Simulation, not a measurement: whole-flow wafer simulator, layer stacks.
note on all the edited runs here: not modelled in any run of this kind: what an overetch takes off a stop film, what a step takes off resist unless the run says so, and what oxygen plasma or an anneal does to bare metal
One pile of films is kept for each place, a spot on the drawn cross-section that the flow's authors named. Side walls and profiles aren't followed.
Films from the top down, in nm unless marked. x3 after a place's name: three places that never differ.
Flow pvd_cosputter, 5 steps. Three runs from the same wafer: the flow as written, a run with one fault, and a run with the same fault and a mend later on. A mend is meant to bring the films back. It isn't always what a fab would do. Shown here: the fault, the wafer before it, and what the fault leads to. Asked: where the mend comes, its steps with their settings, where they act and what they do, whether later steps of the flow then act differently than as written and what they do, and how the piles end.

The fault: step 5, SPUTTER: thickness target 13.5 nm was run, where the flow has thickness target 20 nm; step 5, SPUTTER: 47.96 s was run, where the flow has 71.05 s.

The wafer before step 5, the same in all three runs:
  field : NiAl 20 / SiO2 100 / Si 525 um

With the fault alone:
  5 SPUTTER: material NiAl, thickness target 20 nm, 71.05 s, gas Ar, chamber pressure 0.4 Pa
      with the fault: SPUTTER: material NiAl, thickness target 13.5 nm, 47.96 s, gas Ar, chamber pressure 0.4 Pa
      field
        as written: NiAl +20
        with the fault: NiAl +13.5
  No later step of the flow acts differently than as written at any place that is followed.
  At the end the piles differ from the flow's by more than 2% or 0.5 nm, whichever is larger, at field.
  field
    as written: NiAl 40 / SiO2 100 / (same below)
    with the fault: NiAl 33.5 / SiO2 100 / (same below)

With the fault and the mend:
  The mend comes after step 5.
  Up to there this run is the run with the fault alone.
  5a SPUTTER: material NiAl, thickness target 6.5 nm, 23.09 s, gas Ar, chamber pressure 0.4 Pa (the flow's step 5 once more, with other settings)
      field
        NiAl +6.5
  No later step of the flow acts differently than as written at any place that is followed.
  At the end the piles are the same as the flow's at every place that both follow.
